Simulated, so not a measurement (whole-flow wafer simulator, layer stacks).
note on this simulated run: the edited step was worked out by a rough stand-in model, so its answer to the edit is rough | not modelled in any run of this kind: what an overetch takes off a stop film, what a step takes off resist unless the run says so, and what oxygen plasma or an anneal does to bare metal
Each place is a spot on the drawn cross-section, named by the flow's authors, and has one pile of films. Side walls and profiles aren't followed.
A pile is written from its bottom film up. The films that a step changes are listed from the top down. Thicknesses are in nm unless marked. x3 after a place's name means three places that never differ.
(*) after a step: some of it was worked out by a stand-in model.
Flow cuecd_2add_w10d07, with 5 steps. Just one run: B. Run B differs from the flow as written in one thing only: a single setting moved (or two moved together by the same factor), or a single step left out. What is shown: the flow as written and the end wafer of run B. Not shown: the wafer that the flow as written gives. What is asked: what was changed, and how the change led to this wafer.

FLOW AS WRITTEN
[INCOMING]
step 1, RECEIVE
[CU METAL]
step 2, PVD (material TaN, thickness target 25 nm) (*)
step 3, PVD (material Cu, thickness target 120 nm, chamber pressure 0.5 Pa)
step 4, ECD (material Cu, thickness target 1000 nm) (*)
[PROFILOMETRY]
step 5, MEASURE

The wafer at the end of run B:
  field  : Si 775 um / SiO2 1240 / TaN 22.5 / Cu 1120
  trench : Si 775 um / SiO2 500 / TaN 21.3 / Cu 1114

Cause: step 2, PVD: thickness target 22.5 nm was run, while the flow as written has thickness target 25 nm.
The wafer itself shows it: field has TaN 22.5, and step 2 as written asks for 25 nm.

How this came from the change, step by step:
  step 2, PVD (material TaN, thickness target 25 nm) (*)
      field: TaN gains 22.5 (new film) (it would be, as written: TaN gains 25 (new film))
      trench: TaN gains 21.3 (new film) (it would be, as written: TaN gains 23.7 (new film))
